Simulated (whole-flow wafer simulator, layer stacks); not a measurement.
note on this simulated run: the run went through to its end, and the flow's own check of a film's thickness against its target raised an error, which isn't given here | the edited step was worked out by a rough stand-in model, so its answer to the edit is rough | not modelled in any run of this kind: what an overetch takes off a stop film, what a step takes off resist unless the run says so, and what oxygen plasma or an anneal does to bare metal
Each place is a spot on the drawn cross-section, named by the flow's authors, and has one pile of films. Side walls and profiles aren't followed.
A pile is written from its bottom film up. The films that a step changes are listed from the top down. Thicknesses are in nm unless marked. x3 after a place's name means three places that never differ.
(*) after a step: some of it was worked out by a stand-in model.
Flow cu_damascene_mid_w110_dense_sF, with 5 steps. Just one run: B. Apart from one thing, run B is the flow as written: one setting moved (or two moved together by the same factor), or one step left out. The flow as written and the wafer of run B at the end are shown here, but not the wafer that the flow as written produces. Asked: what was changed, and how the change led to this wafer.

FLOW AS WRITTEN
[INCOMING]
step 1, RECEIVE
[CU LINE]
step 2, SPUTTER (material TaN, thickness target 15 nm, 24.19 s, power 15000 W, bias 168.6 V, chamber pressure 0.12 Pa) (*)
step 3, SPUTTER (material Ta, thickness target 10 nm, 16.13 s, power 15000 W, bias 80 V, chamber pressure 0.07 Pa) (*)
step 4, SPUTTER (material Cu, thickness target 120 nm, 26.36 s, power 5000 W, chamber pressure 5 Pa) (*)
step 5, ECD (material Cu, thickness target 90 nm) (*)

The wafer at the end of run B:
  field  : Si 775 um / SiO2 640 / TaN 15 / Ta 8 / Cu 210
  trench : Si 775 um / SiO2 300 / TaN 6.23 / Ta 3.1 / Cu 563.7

Cause: step 3, SPUTTER: power 12000 W was run, though the flow has power 15000 W.

How this came from the change, step by step:
  step 3, SPUTTER (material Ta, thickness target 10 nm, 16.13 s, power 15000 W, bias 80 V, chamber pressure 0.07 Pa) (*)
      field: Ta gains 8 (new film) (in the flow as written it would be: Ta gains 10 (new film))
      trench: Ta gains 3.1 (new film) (in the flow as written it would be: Ta gains 4.05 (new film))
